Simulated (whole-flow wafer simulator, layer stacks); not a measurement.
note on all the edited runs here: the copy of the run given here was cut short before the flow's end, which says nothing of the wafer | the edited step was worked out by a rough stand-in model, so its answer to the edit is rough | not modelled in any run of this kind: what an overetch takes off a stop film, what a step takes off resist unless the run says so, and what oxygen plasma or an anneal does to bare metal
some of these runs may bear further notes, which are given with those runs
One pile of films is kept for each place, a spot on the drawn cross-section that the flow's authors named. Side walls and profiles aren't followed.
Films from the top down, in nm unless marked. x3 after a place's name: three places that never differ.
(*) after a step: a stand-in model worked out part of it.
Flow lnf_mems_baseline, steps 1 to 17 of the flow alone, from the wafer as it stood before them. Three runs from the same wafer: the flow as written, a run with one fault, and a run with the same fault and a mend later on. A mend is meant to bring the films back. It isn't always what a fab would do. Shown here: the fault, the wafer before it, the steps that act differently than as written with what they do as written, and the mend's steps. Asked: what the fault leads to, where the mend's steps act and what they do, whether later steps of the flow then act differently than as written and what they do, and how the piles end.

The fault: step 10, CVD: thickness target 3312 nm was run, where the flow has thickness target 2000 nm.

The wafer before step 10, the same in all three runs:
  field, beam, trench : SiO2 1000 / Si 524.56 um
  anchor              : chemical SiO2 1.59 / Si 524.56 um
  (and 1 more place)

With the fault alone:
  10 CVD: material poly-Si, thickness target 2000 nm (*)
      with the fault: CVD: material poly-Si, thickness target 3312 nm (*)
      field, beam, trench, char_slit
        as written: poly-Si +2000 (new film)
        with the fault: poly-Si +3312 (new film)
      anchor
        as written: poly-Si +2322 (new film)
        with the fault: poly-Si +3952 (new film)
  Later steps of the flow that act differently than as written (1 more step differs only slightly, by at most 2% or 0.5 nm, whichever is larger, and isn't shown):
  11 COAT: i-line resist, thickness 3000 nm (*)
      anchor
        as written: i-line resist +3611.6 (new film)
        with the fault: i-line resist +3312.9 (new film)
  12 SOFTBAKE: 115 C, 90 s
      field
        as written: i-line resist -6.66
        with the fault: i-line resist -4.83
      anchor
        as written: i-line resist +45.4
        with the fault: i-line resist +31.8
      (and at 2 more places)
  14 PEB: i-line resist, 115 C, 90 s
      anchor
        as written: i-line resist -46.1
        with the fault: i-line resist -40.6
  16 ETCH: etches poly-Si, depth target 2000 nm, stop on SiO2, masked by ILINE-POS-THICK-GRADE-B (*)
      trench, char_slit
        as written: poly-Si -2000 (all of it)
        with the fault: poly-Si -2000
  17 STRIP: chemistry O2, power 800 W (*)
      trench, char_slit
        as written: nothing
        with the fault: chemical SiO2 +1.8 (new film), poly-Si -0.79
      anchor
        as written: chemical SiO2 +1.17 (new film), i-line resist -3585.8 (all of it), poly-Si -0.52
        with the fault: chemical SiO2 +1.15 (new film), i-line resist -3278.9 (all of it), poly-Si -0.51
  At the end the piles differ from the flow's by more than 2% or 0.5 nm, whichever is larger, at field, anchor, beam, trench, char_slit.
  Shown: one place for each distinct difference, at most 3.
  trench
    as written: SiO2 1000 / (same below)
    with the fault: chemical SiO2 1.8 / poly-Si 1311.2 / SiO2 1000 / (same below)
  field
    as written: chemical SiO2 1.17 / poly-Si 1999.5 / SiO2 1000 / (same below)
    with the fault: chemical SiO2 1.15 / poly-Si 3311.5 / SiO2 1000 / (same below)
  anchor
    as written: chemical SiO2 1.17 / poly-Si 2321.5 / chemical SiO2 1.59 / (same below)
    with the fault: chemical SiO2 1.15 / poly-Si 3951.5 / chemical SiO2 1.59 / (same below)

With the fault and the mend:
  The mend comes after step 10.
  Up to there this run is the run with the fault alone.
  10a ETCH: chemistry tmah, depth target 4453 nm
      field, beam, trench, char_slit
        poly-Si -3312 (all of it)
      anchor
        poly-Si -3952 (all of it)
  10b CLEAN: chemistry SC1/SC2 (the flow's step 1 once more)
      changes no film at any place that is followed
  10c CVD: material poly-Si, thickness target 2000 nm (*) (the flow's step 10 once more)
      field, beam, trench, char_slit
        poly-Si +2000 (new film)
      anchor
        poly-Si +2322 (new film)
  No later step of the flow acts differently than as written at any place that is followed.
  At the end the piles are the same as the flow's at every place that both follow.
